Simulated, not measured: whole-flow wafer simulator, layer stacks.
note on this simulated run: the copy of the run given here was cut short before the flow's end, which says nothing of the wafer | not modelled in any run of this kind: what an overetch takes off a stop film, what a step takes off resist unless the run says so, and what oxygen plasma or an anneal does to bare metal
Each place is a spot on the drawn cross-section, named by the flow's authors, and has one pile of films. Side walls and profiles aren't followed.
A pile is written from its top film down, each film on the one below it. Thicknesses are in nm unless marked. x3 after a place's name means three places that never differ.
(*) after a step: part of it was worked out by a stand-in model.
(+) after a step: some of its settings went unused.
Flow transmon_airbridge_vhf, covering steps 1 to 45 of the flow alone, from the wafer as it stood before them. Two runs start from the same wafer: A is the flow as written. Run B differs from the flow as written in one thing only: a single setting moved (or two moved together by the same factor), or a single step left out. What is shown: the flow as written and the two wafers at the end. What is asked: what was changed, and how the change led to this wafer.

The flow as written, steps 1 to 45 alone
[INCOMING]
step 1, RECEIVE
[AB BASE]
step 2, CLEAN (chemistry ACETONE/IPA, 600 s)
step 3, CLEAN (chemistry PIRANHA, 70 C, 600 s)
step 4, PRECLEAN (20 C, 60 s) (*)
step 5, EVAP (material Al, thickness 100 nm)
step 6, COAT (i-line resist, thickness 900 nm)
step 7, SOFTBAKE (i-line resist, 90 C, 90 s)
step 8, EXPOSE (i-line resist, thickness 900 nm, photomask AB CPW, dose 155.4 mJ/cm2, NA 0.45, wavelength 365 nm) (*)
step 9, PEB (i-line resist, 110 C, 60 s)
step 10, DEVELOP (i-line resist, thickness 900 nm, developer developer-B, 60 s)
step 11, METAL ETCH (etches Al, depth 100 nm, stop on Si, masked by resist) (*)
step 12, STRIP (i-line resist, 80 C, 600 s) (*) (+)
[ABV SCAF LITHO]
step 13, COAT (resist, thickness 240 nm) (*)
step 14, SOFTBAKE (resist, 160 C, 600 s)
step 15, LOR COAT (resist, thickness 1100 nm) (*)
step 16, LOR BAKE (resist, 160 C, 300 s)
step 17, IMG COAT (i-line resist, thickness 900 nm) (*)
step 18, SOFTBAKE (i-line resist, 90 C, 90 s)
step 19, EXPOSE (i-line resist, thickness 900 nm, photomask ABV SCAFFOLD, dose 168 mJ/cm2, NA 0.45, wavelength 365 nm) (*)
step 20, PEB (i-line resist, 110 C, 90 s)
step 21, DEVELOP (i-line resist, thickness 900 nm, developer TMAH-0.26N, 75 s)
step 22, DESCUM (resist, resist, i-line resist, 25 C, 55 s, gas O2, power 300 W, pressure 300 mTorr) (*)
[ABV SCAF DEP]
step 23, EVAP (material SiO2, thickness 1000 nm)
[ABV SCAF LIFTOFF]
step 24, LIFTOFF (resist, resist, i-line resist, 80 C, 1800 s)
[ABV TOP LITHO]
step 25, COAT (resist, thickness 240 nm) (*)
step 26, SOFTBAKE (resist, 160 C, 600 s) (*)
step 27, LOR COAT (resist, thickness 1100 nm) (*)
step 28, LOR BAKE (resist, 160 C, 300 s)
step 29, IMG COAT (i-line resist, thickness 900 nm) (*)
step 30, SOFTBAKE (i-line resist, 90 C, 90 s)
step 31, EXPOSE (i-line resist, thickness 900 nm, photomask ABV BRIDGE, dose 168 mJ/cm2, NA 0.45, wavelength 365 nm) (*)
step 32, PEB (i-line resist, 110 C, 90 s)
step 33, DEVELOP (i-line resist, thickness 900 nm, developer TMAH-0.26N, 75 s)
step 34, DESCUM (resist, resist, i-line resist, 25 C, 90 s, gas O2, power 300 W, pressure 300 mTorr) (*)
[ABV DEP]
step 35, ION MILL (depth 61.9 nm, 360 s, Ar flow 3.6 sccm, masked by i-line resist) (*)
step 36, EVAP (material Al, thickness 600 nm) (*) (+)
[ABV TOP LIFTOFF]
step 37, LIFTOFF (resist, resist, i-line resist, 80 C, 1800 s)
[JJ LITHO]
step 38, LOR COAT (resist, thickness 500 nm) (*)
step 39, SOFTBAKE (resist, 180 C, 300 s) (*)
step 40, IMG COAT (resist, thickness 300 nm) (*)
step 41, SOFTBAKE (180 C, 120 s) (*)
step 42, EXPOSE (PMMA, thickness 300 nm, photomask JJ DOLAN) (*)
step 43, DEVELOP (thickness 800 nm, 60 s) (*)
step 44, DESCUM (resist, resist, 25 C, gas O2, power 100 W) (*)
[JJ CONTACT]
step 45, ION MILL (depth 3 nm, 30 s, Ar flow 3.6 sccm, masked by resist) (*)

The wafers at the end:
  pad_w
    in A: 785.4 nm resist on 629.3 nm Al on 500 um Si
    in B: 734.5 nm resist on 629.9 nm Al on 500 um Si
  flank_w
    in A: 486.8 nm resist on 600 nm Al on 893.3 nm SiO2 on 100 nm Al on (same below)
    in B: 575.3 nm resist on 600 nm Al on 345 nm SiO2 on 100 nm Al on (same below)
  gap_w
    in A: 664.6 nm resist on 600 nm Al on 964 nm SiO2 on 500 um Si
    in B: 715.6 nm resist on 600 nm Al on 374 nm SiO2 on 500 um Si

The reason: step 23, EVAP: thickness 410 nm was run, while the flow as written has thickness 1000 nm.

The path from the change to this, step by step:
  step 23, EVAP (material SiO2, thickness 1000 nm)
      field x3, jj_line, ground_far and 10 more: A SiO2 gains 1000 (new film) | B SiO2 gains 410 (new film)
      flank_w, flank_e: A SiO2 gains 929.3 (new film) | B SiO2 gains 381 (new film)
  step 24, LIFTOFF (resist, resist, i-line resist, 80 C, 1800 s)
      field x3, jj_line, trace_open_s x2: A SiO2 loses 1000 (all of it), i-line resist loses 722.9 (all of it), resist loses 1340 (all of it) | B SiO2 loses 410 (all of it), i-line resist loses 722.9 (all of it), resist loses 1340 (all of it)
      pad_w, pad_e: A SiO2 loses 1000 (all of it), i-line resist loses 718 (all of it), resist loses 1330.2 (all of it) | B SiO2 loses 410 (all of it), i-line resist loses 718 (all of it), resist loses 1330.2 (all of it)
      (as well as at 1 more place)
  step 25, COAT (resist, thickness 240 nm) (*)
      flank_w, flank_e: A resist gains 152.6 (new film) | B resist gains 174.5 (new film)
      gap_w, gap_e: A resist gains 210.7 (new film) | B resist gains 235.3 (new film)
      (as well as at 6 more places)
  step 27, LOR COAT (resist, thickness 1100 nm) (*)
      gap_w, gap_e: A resist gains 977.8 | B resist gains 1062.5
      margin_s, margin_n: A resist gains 823.4 | B resist gains 977.9
      (as well as at 6 more places)
  step 29, IMG COAT (i-line resist, thickness 900 nm) (*)
      gap_w, gap_e: A i-line resist gains 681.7 (new film) | B i-line resist gains 826.9 (new film)
      margin_s, margin_n: A i-line resist gains 603.2 (new film) | B i-line resist gains 787.2 (new film)
      (as well as at 7 more places)
  step 30, SOFTBAKE (i-line resist, 90 C, 90 s)
      flank_w, flank_e: A i-line resist loses 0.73 | B i-line resist loses 0.19
  step 32, PEB (i-line resist, 110 C, 90 s)
      pad_w, pad_e: A i-line resist loses 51 | B i-line resist loses 48
      flank_w, flank_e: A i-line resist loses 38.3 | B i-line resist loses 44
      (as well as at 7 more places)
  step 33, DEVELOP (i-line resist, thickness 900 nm, developer TMAH-0.26N, 75 s)
      gap_w, gap_e: A i-line resist loses 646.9 (all of it), resist loses 977.8 | B i-line resist loses 784.5 (all of it), resist loses 1062.5
      pad_w: A i-line resist loses 937.2 (all of it), resist loses 1247.8 | B i-line resist loses 885.1 (all of it), resist loses 1154.1
      (as well as at 5 more places)
  step 34, DESCUM (resist, resist, i-line resist, 25 C, 90 s, gas O2, power 300 W, pressure 300 mTorr) (*)
      flank_w, flank_e: A resist loses 152.6 (all of it) | B resist loses 174.5 (all of it)
      gap_w, gap_e: A resist loses 210.7 (all of it) | B resist loses 235.3 (all of it)
      (as well as at 4 more places)
  step 37, LIFTOFF (resist, resist, i-line resist, 80 C, 1800 s)
      margin_s, margin_n: A Al loses 600 (all of it), i-line resist loses 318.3 (all of it), resist loses 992 (all of it) | B Al loses 600 (all of it), i-line resist loses 492.9 (all of it), resist loses 1179.9 (all of it)
      ground_far: A Al loses 600 (all of it), i-line resist loses 717.9 (all of it), resist loses 1384.9 (all of it) | B Al loses 600 (all of it), i-line resist loses 644.4 (all of it), resist loses 1361.4 (all of it)
  step 38, LOR COAT (resist, thickness 500 nm) (*)
      pad_w, pad_e: A resist gains 517 (new film) | B resist gains 482.1 (new film)
      flank_w, flank_e: A resist gains 306.5 (new film) | B resist gains 376.6 (new film)
      (as well as at 6 more places)
  step 40, IMG COAT (resist, thickness 300 nm) (*)
      pad_w, pad_e: A resist gains 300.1 | B resist gains 284.2
      flank_w, flank_e: A resist gains 212.1 | B resist gains 230.5
      (as well as at 6 more places)
